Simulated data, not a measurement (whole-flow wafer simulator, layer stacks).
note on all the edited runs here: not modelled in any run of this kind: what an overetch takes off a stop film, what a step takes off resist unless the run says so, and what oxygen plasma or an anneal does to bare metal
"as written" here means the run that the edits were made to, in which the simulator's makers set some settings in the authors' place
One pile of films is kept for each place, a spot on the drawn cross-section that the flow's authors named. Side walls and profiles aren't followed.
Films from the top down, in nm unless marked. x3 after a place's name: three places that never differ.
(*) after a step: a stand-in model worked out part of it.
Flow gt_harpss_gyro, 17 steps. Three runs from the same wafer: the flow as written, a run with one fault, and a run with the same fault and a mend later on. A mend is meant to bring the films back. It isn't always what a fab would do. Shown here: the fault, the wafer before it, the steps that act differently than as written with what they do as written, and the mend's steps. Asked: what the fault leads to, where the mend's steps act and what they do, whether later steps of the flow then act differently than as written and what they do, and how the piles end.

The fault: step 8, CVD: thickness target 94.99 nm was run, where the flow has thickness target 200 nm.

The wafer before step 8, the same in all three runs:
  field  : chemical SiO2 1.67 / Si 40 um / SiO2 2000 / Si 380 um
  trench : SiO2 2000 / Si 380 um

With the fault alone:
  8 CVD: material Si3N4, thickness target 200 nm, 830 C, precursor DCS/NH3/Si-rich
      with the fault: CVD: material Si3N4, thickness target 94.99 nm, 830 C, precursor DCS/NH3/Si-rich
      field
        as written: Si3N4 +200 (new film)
        with the fault: Si3N4 +95 (new film)
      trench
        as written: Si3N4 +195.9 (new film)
        with the fault: Si3N4 +93.2 (new film)
  Later steps of the flow that act differently than as written:
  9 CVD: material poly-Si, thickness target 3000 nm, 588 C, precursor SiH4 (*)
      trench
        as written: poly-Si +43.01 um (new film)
        with the fault: poly-Si +43 um (new film)
  At the end the piles differ from the flow's by more than 2% or 0.5 nm, whichever is larger, at field, trench.
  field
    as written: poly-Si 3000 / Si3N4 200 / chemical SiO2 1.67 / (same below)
    with the fault: poly-Si 3000 / Si3N4 95 / chemical SiO2 1.67 / (same below)
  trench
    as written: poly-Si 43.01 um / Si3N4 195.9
    with the fault: poly-Si 43 um / Si3N4 93.2

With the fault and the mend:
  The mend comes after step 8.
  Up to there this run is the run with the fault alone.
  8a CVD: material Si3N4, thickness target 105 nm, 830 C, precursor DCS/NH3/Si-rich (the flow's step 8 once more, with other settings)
      field
        Si3N4 +105
      trench
        Si3N4 +102.6
  No later step of the flow acts differently than as written at any place that is followed.
  At the end the piles differ from the flow's only slightly at the places that both follow, by at most 2% or 0.5 nm, whichever is larger.
